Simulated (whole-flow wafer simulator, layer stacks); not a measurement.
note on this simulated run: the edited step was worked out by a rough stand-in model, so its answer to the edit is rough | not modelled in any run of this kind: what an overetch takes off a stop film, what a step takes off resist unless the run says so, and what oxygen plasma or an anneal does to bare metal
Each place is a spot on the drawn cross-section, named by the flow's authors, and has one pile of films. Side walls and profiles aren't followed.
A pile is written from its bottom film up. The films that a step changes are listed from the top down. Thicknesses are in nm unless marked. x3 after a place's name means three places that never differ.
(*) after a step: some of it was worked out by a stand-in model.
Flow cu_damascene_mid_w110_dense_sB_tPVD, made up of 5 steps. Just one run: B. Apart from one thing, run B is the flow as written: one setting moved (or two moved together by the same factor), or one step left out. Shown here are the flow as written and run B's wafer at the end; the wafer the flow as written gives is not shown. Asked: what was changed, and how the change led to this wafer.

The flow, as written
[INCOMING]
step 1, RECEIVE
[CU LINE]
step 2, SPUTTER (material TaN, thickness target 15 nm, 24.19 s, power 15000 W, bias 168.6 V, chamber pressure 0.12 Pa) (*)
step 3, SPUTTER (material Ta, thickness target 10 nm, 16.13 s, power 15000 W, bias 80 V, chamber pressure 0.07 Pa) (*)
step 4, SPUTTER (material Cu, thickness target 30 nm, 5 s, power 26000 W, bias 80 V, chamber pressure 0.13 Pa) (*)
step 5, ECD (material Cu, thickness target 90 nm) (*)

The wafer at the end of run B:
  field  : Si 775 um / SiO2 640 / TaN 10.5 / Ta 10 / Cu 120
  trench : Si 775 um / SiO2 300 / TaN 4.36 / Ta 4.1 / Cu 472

What caused this: step 2, SPUTTER: 16.93 s was run, while the flow as written has 24.19 s.

The path from the change to this, step by step:
  step 2, SPUTTER (material TaN, thickness target 15 nm, 24.19 s, power 15000 W, bias 168.6 V, chamber pressure 0.12 Pa) (*)
      field: +10.5 TaN (new film) (as written it would have been: +15 TaN (new film))
      trench: +4.36 TaN (new film) (as written it would have been: +6.23 TaN (new film))
